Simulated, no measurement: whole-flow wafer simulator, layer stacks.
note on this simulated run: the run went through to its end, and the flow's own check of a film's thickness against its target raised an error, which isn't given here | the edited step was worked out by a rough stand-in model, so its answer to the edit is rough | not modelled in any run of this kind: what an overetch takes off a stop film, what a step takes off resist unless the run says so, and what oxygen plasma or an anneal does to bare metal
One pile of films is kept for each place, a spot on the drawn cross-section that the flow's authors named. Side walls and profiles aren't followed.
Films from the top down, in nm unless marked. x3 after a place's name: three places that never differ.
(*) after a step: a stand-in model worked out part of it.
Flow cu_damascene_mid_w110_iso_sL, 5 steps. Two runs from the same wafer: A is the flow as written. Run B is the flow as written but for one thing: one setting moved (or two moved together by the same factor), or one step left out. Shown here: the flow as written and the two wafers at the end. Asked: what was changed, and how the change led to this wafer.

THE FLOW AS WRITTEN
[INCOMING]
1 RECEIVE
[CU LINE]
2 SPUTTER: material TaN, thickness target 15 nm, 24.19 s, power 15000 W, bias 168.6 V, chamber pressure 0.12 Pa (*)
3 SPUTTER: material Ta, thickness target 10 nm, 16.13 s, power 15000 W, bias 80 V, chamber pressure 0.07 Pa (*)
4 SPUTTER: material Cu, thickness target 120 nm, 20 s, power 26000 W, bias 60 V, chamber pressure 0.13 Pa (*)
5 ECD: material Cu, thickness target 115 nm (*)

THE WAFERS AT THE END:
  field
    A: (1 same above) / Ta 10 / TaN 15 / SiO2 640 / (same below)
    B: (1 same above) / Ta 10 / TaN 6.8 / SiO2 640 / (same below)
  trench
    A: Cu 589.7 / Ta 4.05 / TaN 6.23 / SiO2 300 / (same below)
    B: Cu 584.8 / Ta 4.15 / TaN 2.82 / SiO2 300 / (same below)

The cause: step 2, SPUTTER: thickness target 6.8 nm was run, where the flow has thickness target 15 nm.
It can be read off the wafer: field has TaN 6.8, and step 2 as written asks for 15 nm.

How the change led to this, step by step:
  2 SPUTTER: material TaN, thickness target 15 nm, 24.19 s, power 15000 W, bias 168.6 V, chamber pressure 0.12 Pa (*)
      field: A TaN +15 (new film) | B TaN +6.8 (new film)
      trench: A TaN +6.23 (new film) | B TaN +2.82 (new film)
  4 SPUTTER: material Cu, thickness target 120 nm, 20 s, power 26000 W, bias 60 V, chamber pressure 0.13 Pa (*)
      trench: A Cu +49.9 (new film) | B Cu +51.3 (new film)
